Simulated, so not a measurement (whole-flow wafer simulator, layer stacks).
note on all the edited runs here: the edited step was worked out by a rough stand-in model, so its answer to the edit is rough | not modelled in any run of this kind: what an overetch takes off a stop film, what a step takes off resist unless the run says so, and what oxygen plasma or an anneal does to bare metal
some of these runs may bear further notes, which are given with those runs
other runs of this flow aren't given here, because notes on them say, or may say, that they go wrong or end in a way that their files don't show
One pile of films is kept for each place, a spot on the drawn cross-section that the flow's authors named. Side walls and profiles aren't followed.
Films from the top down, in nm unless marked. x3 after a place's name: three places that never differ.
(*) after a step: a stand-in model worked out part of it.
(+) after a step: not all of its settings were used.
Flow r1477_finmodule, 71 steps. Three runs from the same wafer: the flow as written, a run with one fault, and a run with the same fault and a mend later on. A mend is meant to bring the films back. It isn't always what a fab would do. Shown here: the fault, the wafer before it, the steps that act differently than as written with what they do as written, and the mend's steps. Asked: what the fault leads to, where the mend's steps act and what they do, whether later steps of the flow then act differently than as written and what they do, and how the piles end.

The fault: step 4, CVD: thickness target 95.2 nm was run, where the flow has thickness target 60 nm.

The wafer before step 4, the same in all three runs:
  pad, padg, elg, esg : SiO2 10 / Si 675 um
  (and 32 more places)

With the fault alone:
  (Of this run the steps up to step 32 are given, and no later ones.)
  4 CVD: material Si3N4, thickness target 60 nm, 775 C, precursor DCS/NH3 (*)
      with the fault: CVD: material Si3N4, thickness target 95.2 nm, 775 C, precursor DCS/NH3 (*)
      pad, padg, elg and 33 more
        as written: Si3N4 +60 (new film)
        with the fault: Si3N4 +95.2 (new film)
  Later steps of the flow that act differently than as written:
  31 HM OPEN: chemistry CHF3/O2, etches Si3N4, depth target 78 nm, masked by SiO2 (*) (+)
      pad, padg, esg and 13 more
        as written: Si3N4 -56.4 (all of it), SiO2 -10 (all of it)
        with the fault: Si3N4 -78
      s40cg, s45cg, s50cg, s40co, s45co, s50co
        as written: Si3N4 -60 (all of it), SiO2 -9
        with the fault: Si3N4 -78
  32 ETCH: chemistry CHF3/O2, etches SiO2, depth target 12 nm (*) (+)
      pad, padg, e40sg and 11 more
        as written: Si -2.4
        with the fault: Si3N4 -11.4
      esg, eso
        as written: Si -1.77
        with the fault: Si3N4 -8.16
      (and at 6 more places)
  After step 32 the piles differ from the flow's by more than 2% or 0.5 nm, whichever is larger, at pad, padg, elg and 33 more.
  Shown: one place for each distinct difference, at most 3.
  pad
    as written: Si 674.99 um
    with the fault: Si3N4 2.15 / SiO2 10 / Si 675 um
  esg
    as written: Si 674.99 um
    with the fault: Si3N4 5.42 / SiO2 10 / Si 675 um
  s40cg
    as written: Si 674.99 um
    with the fault: Si3N4 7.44 / SiO2 10 / Si 675 um

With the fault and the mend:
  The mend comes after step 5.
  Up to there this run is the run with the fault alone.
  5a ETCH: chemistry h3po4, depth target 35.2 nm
      pad, padg, elg and 33 more
        Si3N4 -35.2
  No later step of the flow acts differently than as written at any place that is followed.
  At the end the piles are the same as the flow's at every place that both follow.
